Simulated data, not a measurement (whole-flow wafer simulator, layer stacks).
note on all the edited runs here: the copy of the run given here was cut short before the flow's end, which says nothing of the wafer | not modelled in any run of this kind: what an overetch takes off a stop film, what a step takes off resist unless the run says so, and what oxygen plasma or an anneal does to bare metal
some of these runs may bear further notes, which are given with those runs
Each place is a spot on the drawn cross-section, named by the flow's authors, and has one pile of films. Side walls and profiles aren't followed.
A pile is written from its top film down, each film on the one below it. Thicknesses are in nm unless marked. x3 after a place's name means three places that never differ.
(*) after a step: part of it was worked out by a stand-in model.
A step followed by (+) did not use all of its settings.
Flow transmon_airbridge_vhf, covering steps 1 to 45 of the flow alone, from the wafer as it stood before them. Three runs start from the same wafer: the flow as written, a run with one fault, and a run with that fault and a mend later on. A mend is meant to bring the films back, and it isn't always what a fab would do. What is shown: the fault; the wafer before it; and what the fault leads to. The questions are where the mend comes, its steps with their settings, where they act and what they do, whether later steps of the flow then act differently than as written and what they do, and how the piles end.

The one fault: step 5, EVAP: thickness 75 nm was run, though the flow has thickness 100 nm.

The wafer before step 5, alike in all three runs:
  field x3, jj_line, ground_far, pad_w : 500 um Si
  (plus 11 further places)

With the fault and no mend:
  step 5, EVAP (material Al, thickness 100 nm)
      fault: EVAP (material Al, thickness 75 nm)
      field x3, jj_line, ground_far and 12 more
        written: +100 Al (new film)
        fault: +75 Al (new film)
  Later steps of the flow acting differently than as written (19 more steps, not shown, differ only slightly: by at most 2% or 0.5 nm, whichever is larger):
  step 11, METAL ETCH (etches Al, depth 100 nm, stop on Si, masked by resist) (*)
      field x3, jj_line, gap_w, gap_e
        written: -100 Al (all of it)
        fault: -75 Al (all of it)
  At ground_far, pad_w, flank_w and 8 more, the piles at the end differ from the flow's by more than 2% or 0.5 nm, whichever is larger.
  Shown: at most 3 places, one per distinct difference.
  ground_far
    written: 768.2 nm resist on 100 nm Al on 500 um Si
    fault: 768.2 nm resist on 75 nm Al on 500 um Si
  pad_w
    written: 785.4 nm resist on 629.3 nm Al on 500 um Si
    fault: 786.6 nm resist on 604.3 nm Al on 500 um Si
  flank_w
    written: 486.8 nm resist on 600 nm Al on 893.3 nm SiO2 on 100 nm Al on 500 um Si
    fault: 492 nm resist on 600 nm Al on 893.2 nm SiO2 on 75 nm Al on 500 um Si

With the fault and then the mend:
  The mend follows step 10.
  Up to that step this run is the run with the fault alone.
  step 10a, STRIP (i-line resist, 80 C, 600 s) (+)
      ground_far, pad_w, flank_w and 8 more
        -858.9 i-line resist (all of it)
  step 10b, EVAP (material Al, thickness 25 nm) (the flow's step 5, run once more with other settings)
      field x3, jj_line, ground_far and 12 more
        +25 Al
  step 10c, COAT (i-line resist, thickness 900 nm) (the flow's step 6, run once more)
      field x3, jj_line, ground_far and 12 more
        +900 i-line resist (new film)
  step 10d, SOFTBAKE (i-line resist, 90 C, 90 s) (the flow's step 7, run once more)
      does not change any film at any place that is followed
  step 10e, EXPOSE (i-line resist, thickness 900 nm, photomask AB CPW, dose 155.4 mJ/cm2, NA 0.45, wavelength 365 nm) (*) (the flow's step 8, run once more)
      does not change any film at any place that is followed
  step 10f, PEB (i-line resist, 110 C, 60 s) (the flow's step 9, run once more)
      field x3, jj_line, ground_far and 12 more
        -41 i-line resist
  step 10g, DEVELOP (i-line resist, thickness 900 nm, developer developer-B, 60 s) (the flow's step 10, run once more)
      ground_far, pad_w, flank_w and 8 more
        -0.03 i-line resist
      field x3, jj_line, gap_w, gap_e
        -859 i-line resist (all of it)
  Later steps of the flow that are run all act as written at every place that is followed.
  At every place that both follow, the piles at the end match the flow's.
